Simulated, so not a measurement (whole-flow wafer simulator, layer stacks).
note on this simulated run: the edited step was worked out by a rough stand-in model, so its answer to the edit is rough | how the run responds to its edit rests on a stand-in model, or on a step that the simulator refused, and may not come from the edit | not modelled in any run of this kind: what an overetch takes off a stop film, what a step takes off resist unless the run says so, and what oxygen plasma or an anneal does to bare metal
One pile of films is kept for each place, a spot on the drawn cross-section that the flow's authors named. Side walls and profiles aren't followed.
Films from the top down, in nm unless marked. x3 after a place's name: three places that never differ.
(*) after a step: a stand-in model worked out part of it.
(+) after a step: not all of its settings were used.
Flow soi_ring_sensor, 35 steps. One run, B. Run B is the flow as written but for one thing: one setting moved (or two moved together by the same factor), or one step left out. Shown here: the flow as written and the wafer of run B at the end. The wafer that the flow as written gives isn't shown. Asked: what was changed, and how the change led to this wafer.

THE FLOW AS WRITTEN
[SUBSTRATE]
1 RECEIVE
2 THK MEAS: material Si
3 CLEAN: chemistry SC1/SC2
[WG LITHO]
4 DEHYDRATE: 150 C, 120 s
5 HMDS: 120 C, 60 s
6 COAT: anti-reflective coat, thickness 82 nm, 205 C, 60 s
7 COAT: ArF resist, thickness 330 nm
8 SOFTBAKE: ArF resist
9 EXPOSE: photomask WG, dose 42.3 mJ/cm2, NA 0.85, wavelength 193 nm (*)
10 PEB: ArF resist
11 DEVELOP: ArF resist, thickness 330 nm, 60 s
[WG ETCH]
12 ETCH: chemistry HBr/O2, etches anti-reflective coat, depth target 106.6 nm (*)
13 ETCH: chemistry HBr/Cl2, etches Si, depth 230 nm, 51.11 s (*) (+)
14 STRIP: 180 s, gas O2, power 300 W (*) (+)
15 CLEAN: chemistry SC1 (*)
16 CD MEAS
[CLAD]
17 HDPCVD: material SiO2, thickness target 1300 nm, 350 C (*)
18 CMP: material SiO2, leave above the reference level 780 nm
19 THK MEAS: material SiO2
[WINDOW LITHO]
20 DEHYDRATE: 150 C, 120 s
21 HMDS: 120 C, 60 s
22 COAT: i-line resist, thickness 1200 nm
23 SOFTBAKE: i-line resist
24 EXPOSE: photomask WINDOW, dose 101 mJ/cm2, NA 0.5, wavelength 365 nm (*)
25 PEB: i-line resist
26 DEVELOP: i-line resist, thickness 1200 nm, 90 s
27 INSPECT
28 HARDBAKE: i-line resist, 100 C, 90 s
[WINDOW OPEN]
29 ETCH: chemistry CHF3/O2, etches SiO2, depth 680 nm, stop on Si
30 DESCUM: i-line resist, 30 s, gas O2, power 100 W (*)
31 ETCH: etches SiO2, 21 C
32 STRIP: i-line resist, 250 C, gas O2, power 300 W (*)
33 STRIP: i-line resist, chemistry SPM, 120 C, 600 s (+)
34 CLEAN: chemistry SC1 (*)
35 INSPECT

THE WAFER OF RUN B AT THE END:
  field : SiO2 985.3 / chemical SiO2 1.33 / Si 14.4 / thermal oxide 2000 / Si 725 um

The cause: step 13, ETCH: depth 205 nm was run, where the flow has depth 230 nm; step 13, ETCH: 45.49 s was run, where the flow has 51.11 s.

How the change led to this, step by step:
  13 ETCH: chemistry HBr/Cl2, etches Si, depth 230 nm, 51.11 s (*) (+)
      gap, window, field, gap_clad: Si -205 (as written it would be: Si -220 (all of it), thermal oxide -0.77)
      core, core_clad: ArF resist -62 (as written it would be: ArF resist -69.7)
  14 STRIP: 180 s, gas O2, power 300 W (*) (+)
      gap, window, field, gap_clad: chemical SiO2 +1.33 (new film), Si -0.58 (as written it would be: nothing)
      core, core_clad: ArF resist -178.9 (all of it), anti-reflective coat -82 (all of it), chemical SiO2 +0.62, Si -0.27 (as written it would be: ArF resist -171.2 (all of it), anti-reflective coat -82 (all of it), chemical SiO2 +0.63, Si -0.28)
  18 CMP: material SiO2, leave above the reference level 780 nm
      gap, window, field, gap_clad: SiO2 -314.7 (as written it would be: SiO2 -298.2)
